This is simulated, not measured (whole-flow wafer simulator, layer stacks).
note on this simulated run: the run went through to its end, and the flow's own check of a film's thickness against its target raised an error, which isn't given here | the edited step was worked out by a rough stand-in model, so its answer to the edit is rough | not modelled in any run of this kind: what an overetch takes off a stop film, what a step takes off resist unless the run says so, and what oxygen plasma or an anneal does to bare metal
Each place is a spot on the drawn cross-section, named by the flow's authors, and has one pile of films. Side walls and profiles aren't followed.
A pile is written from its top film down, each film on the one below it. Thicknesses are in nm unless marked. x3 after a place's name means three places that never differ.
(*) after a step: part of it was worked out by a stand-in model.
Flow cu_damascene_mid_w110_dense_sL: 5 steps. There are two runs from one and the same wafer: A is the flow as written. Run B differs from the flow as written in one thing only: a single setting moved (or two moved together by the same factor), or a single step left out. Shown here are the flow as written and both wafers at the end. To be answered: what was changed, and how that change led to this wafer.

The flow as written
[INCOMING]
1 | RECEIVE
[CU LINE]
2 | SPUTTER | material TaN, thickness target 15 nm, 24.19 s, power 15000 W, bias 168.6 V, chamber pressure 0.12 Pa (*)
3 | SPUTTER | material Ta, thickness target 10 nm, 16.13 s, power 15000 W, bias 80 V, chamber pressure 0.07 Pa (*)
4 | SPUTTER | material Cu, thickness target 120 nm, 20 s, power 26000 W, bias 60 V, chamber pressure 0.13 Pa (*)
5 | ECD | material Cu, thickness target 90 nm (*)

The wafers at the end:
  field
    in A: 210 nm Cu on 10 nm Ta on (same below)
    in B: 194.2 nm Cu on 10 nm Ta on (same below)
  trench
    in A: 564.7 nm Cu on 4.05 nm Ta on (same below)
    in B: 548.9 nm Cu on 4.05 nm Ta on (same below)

The reason: step 5, ECD: thickness target 74.2 nm was run, though the flow has thickness target 90 nm.

The path from the change to this, step by step:
  5 | ECD | material Cu, thickness target 90 nm (*)
      field: A Cu gains 90 | B Cu gains 74.2
      trench: A Cu gains 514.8 | B Cu gains 499
